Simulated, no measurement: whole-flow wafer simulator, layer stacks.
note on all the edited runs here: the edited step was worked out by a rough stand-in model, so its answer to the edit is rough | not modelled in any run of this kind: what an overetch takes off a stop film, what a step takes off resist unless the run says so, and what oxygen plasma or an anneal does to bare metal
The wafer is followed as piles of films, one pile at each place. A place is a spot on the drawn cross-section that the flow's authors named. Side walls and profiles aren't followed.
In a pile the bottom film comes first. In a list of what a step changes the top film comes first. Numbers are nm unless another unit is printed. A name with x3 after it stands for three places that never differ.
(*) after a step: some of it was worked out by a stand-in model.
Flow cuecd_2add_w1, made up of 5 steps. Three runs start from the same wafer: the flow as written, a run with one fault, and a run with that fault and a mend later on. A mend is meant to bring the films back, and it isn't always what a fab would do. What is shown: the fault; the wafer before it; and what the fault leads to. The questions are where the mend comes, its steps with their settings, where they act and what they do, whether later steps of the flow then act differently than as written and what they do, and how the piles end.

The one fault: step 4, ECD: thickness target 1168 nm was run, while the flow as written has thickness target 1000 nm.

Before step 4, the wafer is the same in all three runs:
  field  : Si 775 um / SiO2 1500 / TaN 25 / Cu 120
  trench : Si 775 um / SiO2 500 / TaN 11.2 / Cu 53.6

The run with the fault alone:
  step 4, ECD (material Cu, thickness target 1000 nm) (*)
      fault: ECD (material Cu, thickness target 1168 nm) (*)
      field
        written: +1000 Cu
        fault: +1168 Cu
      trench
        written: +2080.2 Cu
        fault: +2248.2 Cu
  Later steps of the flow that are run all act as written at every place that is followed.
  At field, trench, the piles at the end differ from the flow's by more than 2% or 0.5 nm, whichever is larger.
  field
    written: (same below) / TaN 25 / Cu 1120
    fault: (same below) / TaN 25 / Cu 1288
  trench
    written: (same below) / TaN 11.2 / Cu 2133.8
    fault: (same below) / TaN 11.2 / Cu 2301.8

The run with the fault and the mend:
  The mend follows step 5.
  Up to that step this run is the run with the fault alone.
  step 5a, ETCH (chemistry cu recess dil, depth target 168 nm)
      field, trench
        -168 Cu
  Later steps of the flow that are run all act as written at every place that is followed.
  The piles end the same as the flow's at every place that both follow.
